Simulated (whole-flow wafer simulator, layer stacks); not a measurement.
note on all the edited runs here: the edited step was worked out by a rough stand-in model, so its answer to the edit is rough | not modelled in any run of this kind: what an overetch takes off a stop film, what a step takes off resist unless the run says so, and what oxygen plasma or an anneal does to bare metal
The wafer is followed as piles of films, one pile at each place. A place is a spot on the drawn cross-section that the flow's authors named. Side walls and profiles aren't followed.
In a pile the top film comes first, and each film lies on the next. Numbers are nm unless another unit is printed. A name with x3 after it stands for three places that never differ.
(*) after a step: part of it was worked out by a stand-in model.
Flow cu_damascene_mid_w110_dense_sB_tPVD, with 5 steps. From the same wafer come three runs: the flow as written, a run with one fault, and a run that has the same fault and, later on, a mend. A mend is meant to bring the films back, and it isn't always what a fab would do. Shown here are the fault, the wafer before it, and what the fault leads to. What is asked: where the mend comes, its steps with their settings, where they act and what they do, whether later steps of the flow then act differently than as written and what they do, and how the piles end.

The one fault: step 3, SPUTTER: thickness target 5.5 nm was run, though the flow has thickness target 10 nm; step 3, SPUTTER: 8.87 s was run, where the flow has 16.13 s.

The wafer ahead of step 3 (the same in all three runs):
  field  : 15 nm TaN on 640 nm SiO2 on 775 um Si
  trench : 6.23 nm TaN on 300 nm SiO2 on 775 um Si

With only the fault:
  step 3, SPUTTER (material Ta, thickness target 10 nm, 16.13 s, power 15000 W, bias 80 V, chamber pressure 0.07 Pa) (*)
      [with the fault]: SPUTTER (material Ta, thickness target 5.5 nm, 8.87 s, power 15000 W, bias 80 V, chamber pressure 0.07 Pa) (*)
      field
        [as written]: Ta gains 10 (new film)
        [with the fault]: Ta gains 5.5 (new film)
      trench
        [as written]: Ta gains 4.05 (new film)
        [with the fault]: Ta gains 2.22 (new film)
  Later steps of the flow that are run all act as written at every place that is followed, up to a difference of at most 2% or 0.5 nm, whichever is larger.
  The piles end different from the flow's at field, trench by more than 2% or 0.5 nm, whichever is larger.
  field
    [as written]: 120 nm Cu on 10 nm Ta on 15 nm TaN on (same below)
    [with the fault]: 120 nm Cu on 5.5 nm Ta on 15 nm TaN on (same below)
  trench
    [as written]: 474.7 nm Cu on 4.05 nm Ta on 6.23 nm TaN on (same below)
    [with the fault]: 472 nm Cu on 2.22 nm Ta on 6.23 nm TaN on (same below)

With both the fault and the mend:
  The mend follows step 3.
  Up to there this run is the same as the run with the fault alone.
  step 3a, SPUTTER (material Ta, thickness target 4.5 nm, 7.258 s, power 15000 W, bias 80 V, chamber pressure 0.07 Pa) (*) (the flow's step 3, run once more with other settings)
      field
        Ta gains 4.5
      trench
        Ta gains 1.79
  Later steps of the flow that are run all act as written at every place that is followed, up to a difference of at most 2% or 0.5 nm, whichever is larger.
  The piles end only slightly different from the flow's at the places that both follow, by no more than 2% or 0.5 nm, whichever is larger.
